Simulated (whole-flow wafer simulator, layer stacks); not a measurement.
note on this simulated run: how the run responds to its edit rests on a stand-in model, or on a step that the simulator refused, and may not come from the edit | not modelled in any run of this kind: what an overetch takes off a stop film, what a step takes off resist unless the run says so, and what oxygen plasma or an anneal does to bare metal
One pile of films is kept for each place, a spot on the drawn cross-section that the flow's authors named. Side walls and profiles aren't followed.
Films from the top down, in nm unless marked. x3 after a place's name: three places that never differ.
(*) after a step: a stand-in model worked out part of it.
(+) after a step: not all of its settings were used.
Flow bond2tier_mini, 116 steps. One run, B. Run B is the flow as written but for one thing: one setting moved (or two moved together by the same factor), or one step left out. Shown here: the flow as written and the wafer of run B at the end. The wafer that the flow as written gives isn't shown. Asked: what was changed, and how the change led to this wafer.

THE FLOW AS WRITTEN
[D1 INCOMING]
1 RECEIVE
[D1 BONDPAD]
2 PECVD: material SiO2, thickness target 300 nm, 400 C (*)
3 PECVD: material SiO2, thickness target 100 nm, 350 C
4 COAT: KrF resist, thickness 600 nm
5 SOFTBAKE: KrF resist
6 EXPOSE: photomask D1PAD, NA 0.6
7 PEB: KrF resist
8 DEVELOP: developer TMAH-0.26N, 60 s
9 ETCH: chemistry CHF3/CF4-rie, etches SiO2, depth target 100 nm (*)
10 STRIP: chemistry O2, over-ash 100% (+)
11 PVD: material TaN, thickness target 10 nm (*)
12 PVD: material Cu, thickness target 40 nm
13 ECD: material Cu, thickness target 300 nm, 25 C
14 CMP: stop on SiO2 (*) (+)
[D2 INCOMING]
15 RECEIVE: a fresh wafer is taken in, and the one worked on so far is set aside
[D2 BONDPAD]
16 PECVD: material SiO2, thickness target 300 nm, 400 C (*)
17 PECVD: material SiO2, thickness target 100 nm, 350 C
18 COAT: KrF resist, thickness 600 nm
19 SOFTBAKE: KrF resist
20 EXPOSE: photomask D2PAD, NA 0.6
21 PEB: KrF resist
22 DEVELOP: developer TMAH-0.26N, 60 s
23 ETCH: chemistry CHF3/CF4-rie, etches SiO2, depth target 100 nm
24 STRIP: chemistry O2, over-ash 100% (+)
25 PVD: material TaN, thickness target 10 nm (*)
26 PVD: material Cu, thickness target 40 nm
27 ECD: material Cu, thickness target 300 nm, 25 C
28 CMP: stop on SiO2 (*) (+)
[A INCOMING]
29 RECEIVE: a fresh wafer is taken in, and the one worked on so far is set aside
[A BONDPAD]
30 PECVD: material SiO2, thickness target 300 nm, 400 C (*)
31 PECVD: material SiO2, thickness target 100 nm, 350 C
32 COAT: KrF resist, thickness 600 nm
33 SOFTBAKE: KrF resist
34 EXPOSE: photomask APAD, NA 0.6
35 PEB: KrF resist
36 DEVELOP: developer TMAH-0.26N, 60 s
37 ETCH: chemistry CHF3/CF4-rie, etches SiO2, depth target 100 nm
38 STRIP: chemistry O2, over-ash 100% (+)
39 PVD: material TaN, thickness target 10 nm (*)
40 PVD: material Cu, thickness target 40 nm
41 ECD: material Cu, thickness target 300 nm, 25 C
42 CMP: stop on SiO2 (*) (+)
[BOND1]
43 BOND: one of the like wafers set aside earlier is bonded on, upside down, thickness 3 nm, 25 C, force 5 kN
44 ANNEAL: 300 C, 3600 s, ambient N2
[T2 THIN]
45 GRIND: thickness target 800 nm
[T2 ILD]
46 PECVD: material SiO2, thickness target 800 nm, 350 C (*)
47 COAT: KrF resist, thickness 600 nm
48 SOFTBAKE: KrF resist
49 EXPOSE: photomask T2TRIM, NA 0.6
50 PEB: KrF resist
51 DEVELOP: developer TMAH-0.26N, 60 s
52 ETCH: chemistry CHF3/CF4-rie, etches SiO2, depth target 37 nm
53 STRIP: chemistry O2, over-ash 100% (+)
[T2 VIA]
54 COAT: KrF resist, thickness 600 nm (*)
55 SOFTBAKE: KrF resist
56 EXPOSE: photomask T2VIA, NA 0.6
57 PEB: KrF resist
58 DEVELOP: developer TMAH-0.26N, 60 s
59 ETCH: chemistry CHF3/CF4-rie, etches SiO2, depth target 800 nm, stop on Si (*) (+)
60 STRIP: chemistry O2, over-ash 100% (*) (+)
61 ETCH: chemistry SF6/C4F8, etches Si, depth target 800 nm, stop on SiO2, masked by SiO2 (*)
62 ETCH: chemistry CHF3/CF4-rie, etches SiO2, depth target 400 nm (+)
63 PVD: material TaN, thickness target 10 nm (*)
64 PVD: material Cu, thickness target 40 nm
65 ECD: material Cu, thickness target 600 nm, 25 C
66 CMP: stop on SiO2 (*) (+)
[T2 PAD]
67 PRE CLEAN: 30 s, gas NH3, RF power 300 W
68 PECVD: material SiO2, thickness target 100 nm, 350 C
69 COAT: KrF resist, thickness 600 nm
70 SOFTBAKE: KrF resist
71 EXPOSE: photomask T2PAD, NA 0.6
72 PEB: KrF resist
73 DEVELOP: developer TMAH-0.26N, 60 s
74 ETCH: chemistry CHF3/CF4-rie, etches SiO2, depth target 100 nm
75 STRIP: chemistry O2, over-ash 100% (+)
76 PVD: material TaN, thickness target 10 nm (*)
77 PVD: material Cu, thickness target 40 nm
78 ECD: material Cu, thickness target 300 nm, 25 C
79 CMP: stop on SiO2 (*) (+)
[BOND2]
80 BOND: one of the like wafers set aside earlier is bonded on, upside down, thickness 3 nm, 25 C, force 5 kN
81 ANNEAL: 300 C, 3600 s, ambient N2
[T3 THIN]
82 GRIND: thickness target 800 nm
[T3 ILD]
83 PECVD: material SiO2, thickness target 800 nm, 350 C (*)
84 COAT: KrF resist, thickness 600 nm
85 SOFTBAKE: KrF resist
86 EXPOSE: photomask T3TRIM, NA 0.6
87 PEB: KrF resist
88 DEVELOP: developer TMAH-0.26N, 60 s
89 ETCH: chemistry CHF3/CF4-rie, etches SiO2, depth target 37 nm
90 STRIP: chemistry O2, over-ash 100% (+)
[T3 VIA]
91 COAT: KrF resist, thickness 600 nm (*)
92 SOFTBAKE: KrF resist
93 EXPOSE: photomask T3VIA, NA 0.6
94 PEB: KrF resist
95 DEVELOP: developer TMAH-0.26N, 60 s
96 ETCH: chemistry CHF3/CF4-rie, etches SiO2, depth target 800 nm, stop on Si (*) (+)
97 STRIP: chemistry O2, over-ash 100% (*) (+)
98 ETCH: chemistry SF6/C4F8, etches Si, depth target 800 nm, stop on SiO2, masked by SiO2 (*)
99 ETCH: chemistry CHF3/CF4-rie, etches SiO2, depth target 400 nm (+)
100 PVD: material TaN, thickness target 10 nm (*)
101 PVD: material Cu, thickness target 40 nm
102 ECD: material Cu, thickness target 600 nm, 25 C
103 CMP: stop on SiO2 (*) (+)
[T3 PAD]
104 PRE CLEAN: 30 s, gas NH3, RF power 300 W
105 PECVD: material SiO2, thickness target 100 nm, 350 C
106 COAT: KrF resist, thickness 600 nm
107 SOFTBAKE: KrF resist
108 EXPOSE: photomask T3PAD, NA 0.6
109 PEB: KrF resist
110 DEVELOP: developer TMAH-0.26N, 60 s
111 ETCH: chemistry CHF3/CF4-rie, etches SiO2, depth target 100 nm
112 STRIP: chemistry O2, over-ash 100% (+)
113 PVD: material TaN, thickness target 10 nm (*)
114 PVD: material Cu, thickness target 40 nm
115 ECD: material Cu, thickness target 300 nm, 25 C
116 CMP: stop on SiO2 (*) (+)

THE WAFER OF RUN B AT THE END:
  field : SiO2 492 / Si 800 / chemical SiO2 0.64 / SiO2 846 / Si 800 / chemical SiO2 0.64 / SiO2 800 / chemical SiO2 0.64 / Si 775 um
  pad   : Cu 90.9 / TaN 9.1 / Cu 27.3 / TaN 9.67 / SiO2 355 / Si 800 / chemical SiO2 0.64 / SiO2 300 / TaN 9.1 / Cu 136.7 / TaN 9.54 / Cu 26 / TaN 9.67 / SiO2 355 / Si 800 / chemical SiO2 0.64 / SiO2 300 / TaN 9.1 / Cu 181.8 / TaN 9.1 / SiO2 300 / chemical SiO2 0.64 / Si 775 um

The cause: step 68, PECVD: thickness target 54 nm was run, where the flow has thickness target 100 nm.

How the change led to this, step by step:
  68 PECVD: material SiO2, thickness target 100 nm, 350 C
      field: SiO2 +54 (as written it would be: SiO2 +100)
      pad: SiO2 +54 (new film) (as written it would be: SiO2 +100 (new film))
  74 ETCH: chemistry CHF3/CF4-rie, etches SiO2, depth target 100 nm
      pad: SiO2 -54 (all of it), Cu -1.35 (as written it would be: SiO2 -100 (all of it))
      field: KrF resist -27 (as written it would be: KrF resist -33.3)
  77 PVD: material Cu, thickness target 40 nm
      pad: Cu +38 (new film) (as written it would be: Cu +36.4 (new film))
  78 ECD: material Cu, thickness target 300 nm, 25 C
      pad: Cu +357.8 (as written it would be: Cu +404.5)
